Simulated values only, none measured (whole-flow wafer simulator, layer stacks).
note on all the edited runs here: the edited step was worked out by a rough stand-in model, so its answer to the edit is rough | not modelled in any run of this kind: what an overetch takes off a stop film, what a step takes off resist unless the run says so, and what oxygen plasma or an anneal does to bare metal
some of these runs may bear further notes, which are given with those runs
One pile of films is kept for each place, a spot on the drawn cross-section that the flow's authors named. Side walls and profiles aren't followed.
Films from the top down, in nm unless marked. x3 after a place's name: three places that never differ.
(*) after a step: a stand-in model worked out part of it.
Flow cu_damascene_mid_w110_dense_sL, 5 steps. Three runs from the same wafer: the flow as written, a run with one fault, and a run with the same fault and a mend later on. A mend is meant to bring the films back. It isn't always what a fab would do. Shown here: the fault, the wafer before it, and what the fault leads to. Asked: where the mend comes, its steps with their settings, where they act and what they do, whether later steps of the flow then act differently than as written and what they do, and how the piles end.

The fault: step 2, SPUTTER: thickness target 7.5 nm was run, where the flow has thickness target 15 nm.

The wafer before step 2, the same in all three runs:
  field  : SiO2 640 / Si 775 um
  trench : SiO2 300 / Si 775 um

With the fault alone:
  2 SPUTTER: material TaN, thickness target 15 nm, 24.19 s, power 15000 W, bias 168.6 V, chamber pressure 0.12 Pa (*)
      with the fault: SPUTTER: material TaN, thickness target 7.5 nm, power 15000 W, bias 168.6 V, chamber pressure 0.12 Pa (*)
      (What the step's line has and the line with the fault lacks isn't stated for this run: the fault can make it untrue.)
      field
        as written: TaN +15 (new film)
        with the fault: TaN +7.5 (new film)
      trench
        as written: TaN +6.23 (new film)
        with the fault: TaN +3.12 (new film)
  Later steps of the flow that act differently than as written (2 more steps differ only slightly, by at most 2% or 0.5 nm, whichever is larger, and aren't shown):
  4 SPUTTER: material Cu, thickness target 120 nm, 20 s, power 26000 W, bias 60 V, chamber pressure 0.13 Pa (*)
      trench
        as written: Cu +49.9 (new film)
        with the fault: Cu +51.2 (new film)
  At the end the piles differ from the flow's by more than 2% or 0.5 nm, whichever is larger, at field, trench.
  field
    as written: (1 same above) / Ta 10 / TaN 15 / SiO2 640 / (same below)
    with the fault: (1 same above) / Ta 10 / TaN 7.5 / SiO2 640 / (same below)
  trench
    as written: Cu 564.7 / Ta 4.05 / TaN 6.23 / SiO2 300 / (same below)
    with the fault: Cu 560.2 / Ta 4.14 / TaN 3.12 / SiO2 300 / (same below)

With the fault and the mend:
  The mend comes after step 2.
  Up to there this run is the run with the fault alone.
  2a SPUTTER: material TaN, thickness target 7.5 nm, power 15000 W, bias 168.6 V, chamber pressure 0.12 Pa (*) (the flow's step 2 once more, with other settings)
      field
        TaN +7.5
      trench
        TaN +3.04
  No later step of the flow acts differently than as written, at any place that is followed, by more than 2% or 0.5 nm, whichever is larger.
  At the end the piles differ from the flow's only slightly at the places that both follow, by at most 2% or 0.5 nm, whichever is larger.
